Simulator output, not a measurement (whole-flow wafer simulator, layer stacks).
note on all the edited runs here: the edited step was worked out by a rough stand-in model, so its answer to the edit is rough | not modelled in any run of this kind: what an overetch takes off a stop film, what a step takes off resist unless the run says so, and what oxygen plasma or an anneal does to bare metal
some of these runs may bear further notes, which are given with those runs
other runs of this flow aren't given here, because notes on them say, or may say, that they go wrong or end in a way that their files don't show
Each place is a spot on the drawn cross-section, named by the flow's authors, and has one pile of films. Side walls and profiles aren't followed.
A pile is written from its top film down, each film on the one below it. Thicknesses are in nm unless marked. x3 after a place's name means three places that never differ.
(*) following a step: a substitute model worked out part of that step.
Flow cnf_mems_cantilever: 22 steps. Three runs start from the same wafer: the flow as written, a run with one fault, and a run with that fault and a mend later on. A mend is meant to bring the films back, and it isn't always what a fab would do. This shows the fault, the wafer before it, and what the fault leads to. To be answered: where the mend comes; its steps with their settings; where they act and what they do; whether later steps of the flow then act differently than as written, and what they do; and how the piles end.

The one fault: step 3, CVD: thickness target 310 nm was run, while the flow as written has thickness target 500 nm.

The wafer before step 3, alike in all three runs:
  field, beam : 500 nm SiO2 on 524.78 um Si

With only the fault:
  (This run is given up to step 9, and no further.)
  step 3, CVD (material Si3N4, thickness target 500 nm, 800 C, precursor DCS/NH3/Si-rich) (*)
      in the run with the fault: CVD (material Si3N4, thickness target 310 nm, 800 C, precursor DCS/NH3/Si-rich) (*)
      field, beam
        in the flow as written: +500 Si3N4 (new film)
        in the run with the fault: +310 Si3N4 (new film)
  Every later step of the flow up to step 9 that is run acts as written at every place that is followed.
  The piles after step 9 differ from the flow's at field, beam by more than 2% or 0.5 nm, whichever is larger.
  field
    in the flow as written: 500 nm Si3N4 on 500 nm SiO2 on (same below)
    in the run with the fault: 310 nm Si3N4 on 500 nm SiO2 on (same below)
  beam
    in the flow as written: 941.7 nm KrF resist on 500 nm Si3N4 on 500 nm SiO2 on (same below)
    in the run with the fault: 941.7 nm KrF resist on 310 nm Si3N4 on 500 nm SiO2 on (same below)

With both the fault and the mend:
  The mend follows step 3.
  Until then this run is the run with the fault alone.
  step 3a, CVD (material Si3N4, thickness target 190 nm, 800 C, precursor DCS/NH3/Si-rich) (*) (the flow's step 3, run once more with other settings)
      field, beam
        +190 Si3N4
  Every later step of the flow that is run acts as written at every place that is followed.
  At every place that both follow, the piles at the end match the flow's.
